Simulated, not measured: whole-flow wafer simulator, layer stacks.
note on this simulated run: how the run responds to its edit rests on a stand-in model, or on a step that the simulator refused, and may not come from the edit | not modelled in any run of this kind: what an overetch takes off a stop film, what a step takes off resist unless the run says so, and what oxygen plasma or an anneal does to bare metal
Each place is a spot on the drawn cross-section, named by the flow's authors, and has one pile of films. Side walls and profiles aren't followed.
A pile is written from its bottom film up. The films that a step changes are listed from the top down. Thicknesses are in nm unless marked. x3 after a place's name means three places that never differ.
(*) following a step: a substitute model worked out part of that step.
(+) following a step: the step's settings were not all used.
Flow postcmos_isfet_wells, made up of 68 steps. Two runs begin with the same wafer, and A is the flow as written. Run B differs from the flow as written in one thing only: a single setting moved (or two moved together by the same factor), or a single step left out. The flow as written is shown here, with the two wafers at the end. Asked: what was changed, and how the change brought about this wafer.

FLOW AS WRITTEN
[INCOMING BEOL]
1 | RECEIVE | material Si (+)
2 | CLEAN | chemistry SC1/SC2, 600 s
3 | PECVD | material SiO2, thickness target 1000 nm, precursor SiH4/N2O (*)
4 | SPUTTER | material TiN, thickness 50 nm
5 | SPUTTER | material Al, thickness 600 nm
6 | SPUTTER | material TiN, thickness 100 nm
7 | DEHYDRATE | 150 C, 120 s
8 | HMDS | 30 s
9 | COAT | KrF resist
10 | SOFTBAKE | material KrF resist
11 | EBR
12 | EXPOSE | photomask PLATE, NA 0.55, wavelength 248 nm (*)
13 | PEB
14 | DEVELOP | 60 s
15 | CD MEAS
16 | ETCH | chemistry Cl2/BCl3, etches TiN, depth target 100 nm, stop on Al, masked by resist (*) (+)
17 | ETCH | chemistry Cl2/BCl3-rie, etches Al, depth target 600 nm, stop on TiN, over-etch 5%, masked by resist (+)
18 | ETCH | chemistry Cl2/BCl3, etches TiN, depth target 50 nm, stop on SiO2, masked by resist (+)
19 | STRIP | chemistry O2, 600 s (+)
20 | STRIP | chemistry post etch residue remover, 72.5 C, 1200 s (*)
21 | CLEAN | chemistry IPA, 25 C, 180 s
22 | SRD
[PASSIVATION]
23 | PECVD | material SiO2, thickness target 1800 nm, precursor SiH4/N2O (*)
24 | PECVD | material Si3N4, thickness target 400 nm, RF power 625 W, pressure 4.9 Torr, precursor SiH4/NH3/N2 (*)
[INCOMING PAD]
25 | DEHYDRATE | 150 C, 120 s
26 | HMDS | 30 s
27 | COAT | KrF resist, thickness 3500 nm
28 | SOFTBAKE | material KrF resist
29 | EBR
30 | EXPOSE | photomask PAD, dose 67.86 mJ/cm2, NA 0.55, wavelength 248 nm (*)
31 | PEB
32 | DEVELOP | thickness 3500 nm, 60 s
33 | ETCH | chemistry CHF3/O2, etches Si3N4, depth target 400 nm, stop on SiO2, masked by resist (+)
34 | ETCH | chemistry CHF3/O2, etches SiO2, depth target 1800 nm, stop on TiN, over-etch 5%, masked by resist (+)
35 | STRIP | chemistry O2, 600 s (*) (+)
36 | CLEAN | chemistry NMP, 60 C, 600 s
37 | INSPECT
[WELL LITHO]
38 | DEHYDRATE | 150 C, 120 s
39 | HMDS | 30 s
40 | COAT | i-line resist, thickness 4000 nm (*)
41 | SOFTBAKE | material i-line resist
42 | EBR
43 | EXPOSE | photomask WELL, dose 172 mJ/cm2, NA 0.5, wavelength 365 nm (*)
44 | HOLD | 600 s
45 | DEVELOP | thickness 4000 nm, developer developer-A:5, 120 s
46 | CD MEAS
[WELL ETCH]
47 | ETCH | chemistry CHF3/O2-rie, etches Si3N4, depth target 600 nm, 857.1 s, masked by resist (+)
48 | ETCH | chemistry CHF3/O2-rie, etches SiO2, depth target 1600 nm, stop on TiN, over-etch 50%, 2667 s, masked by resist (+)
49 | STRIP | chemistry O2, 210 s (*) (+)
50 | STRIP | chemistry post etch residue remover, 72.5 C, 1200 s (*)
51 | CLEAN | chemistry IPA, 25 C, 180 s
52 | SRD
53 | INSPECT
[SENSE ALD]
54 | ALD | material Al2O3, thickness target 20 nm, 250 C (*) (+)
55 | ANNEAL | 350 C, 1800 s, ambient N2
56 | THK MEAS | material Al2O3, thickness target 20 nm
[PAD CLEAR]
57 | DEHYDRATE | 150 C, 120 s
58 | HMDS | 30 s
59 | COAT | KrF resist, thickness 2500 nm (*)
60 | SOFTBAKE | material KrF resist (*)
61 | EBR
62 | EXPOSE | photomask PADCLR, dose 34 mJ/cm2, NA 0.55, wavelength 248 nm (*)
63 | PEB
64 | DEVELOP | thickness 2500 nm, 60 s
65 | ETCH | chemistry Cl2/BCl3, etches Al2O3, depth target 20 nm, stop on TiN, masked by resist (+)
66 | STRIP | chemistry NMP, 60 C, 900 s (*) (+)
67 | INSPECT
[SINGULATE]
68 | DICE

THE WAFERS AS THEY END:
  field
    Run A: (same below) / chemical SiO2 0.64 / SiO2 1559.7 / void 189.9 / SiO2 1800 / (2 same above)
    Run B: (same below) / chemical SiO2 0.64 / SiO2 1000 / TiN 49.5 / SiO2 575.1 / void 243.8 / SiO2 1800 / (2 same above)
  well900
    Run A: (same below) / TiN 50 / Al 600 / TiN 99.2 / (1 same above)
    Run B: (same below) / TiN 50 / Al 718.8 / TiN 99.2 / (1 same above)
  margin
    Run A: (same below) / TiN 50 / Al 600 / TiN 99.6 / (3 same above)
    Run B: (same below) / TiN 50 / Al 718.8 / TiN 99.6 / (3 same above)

The reason: step 5, SPUTTER: thickness 718.8 nm was run, while the flow as written has thickness 600 nm.
The wafer lets one read it off: well900 has Al 718.8, and step 5 as written asks for 600 nm.

The path from the change to this, step by step:
  5 | SPUTTER | material Al, thickness 600 nm
      field, margin, well900, well1300 x3, pad_rim, pad_clr, pad_open: A Al gains 600 (new film) | B Al gains 718.8 (new film)
  17 | ETCH | chemistry Cl2/BCl3-rie, etches Al, depth target 600 nm, stop on TiN, over-etch 5%, masked by resist (+)
      field: A Al loses 600 (all of it) | B Al loses 600
  18 | ETCH | chemistry Cl2/BCl3, etches TiN, depth target 50 nm, stop on SiO2, masked by resist (+)
      field: A TiN loses 50 (all of it) | B Al loses 118.8 (all of it), TiN loses 0.1
  23 | PECVD | material SiO2, thickness target 1800 nm, precursor SiH4/N2O (*)
      field: A SiO2 gains 1800 (new film), void gains 189.9 (new film), SiO2 gains 559.7 | B SiO2 gains 1800 (new film), void gains 243.8 (new film), SiO2 gains 575.1 (new film)
Taking metal films that touch as one body, field has 1 body; the flow as written gives 0 bodies.
